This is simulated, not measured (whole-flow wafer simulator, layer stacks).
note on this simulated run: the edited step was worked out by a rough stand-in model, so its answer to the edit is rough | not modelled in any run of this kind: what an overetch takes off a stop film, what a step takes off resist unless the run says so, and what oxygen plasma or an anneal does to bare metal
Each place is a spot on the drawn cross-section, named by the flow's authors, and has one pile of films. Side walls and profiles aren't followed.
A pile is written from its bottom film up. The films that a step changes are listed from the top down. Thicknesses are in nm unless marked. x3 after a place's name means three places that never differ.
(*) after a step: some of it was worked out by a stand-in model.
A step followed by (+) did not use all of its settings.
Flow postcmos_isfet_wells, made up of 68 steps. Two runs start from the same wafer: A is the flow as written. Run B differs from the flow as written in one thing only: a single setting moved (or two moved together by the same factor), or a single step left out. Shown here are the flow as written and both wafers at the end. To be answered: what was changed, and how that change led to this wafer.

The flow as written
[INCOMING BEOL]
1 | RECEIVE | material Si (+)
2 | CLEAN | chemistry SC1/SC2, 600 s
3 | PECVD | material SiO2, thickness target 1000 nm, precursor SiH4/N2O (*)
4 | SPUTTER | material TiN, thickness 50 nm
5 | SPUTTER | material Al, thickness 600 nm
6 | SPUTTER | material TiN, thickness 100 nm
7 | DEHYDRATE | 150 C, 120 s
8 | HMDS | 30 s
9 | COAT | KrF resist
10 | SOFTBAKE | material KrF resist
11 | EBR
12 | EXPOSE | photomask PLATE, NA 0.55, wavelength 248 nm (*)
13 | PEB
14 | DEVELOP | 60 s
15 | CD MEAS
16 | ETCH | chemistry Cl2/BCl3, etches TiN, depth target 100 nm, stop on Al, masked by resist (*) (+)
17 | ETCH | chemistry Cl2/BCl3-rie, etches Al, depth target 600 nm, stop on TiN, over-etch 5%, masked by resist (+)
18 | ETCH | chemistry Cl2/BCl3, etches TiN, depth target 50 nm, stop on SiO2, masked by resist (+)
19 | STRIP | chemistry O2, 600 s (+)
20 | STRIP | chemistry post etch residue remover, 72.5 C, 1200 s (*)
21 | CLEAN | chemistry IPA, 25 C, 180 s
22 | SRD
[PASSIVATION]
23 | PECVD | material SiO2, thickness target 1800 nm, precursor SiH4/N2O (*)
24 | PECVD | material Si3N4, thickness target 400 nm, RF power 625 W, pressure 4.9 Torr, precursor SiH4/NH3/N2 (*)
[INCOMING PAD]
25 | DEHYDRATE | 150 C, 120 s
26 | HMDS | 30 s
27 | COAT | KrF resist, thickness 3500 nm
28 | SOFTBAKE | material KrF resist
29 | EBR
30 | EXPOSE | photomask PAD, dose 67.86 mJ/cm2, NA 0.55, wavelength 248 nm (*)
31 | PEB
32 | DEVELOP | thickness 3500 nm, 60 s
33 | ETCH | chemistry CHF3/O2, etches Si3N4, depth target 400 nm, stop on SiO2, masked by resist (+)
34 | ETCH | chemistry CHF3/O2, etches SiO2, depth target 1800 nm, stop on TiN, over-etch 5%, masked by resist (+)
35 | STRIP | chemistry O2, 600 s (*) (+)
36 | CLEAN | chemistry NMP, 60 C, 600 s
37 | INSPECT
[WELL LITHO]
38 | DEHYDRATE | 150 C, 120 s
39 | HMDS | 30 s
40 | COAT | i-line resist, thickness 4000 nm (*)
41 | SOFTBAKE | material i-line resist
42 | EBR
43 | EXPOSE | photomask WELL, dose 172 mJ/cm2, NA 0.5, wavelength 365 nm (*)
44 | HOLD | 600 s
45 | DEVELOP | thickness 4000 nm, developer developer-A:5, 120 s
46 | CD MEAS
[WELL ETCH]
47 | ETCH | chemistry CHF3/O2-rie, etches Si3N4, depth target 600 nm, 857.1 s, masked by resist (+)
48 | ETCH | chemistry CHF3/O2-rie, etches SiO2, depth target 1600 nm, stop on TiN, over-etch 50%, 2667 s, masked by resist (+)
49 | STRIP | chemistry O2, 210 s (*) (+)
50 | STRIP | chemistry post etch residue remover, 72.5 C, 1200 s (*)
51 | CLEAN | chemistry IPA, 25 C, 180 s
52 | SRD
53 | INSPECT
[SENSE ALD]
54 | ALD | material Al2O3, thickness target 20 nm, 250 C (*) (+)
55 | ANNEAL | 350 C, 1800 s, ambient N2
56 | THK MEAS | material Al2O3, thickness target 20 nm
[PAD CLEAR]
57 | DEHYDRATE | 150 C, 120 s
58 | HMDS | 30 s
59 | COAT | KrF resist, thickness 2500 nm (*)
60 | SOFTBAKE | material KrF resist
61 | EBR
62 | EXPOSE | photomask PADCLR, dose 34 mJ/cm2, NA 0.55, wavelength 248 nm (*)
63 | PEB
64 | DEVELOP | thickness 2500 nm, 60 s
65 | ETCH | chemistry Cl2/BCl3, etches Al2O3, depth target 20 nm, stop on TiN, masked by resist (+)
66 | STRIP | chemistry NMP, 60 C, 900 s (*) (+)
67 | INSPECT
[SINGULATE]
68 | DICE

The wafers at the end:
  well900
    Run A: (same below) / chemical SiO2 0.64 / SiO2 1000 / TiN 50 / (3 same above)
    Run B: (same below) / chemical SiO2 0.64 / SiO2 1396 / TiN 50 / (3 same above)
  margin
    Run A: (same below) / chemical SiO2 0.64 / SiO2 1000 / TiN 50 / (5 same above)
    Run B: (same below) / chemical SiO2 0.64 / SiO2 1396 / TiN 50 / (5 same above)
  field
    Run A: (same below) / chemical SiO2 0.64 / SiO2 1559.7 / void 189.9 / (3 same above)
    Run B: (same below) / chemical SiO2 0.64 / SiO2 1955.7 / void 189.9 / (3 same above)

What caused this: step 3, PECVD: thickness target 1396 nm was run, though the flow has thickness target 1000 nm.
The wafer itself shows it: well900 has SiO2 1396, and step 3 as written asks for 1000 nm.

The path from the change to this, step by step:
  3 | PECVD | material SiO2, thickness target 1000 nm, precursor SiH4/N2O (*)
      field, margin, well900, well1300 x3, pad_rim, pad_clr, pad_open: A +1000 SiO2 (new film) | B +1396 SiO2 (new film)
